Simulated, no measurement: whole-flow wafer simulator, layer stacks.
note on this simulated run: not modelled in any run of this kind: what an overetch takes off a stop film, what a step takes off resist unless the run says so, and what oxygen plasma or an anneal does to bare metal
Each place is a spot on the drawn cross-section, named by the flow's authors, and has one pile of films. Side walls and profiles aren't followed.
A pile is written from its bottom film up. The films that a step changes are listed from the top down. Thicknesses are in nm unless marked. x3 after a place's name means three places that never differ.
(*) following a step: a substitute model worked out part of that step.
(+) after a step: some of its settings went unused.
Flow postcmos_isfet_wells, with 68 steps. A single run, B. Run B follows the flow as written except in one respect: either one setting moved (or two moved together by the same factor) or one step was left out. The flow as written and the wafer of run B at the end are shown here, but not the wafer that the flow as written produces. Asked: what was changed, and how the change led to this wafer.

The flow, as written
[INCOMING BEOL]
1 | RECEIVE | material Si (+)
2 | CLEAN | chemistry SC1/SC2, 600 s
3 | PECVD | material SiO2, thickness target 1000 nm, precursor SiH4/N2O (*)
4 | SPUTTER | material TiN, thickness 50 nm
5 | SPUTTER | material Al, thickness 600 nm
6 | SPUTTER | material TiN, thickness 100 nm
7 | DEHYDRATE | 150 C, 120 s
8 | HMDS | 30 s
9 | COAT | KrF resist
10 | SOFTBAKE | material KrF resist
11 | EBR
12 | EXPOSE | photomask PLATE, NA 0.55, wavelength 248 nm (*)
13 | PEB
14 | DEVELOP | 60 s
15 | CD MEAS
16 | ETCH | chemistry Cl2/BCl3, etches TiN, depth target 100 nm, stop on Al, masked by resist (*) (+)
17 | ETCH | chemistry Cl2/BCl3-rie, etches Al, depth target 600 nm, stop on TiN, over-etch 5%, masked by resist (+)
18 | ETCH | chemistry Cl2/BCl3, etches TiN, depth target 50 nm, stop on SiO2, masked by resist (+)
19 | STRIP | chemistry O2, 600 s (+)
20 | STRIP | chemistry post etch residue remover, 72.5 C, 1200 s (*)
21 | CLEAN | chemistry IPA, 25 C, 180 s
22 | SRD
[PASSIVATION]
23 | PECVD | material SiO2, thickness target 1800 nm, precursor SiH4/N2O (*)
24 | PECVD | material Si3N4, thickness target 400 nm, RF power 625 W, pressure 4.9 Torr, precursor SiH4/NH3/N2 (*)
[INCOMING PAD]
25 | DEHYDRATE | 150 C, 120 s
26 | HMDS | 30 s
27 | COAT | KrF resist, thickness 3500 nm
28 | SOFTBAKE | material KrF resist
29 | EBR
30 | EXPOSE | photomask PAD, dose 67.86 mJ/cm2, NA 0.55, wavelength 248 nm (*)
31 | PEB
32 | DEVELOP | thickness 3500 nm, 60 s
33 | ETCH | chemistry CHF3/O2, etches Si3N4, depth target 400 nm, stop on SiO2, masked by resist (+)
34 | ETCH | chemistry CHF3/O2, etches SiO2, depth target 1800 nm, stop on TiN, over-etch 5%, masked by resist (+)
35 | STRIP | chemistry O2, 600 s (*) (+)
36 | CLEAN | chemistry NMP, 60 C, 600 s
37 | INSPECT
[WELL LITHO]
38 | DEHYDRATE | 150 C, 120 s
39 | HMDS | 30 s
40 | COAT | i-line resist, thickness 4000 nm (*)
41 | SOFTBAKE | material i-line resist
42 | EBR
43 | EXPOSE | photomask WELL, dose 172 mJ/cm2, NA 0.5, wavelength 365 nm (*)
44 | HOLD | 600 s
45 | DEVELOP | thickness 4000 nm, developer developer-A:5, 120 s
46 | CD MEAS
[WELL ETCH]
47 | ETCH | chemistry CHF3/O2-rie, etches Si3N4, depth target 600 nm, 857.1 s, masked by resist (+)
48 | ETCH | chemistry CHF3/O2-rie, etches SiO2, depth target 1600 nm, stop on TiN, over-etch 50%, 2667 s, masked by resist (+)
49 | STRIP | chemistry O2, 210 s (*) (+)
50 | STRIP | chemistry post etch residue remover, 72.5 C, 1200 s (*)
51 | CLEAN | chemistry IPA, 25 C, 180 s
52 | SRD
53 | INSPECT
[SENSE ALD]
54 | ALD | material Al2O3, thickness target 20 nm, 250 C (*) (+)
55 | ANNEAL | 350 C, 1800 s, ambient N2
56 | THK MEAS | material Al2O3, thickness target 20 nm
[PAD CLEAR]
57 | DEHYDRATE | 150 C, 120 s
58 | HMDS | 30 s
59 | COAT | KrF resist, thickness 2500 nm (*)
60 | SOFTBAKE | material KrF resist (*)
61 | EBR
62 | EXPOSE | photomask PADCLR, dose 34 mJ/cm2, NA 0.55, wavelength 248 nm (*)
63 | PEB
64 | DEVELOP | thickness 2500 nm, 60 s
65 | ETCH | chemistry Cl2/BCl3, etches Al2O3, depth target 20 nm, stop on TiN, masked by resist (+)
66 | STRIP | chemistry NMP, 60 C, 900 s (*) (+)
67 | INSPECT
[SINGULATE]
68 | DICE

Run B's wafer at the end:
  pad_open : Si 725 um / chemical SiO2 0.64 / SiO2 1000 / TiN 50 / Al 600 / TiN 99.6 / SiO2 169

The reason: step 34, ETCH: depth target 1631 nm was run, though the flow has depth target 1800 nm.

The path from the change to this, step by step:
  34 | ETCH | chemistry CHF3/O2, etches SiO2, depth target 1800 nm, stop on TiN, over-etch 5%, masked by resist (+)
      pad_open: -1631 SiO2 (it would be, as written: -1800 SiO2 (all of it))
      field, margin, well900, well1300, well2000, well3000, pad_rim, pad_clr: -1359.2 KrF resist (it would be, as written: -1500 KrF resist)
  35 | STRIP | chemistry O2, 600 s (*) (+)
      field, margin, well900, well1300, well2000, well3000, pad_rim, pad_clr: -1779.3 KrF resist (all of it) (it would be, as written: -1638.4 KrF resist (all of it))
  41 | SOFTBAKE | material i-line resist
      pad_clr: -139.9 i-line resist (it would be, as written: -156.7 i-line resist)
      pad_open: +107.8 i-line resist (it would be, as written: +115.3 i-line resist)
  49 | STRIP | chemistry O2, 210 s (*) (+)
      pad_clr: -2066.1 i-line resist (all of it) (it would be, as written: -1996.5 i-line resist (all of it))
  59 | COAT | KrF resist, thickness 2500 nm (*)
      pad_clr: +1748.4 KrF resist (new film) (it would be, as written: +1691.6 KrF resist (new film))
  60 | SOFTBAKE | material KrF resist (*)
      pad_clr: -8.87 KrF resist (it would be, as written: -9.57 KrF resist)
  64 | DEVELOP | thickness 2500 nm, 60 s
      pad_clr: -1739.5 KrF resist (all of it) (it would be, as written: -1682 KrF resist (all of it))
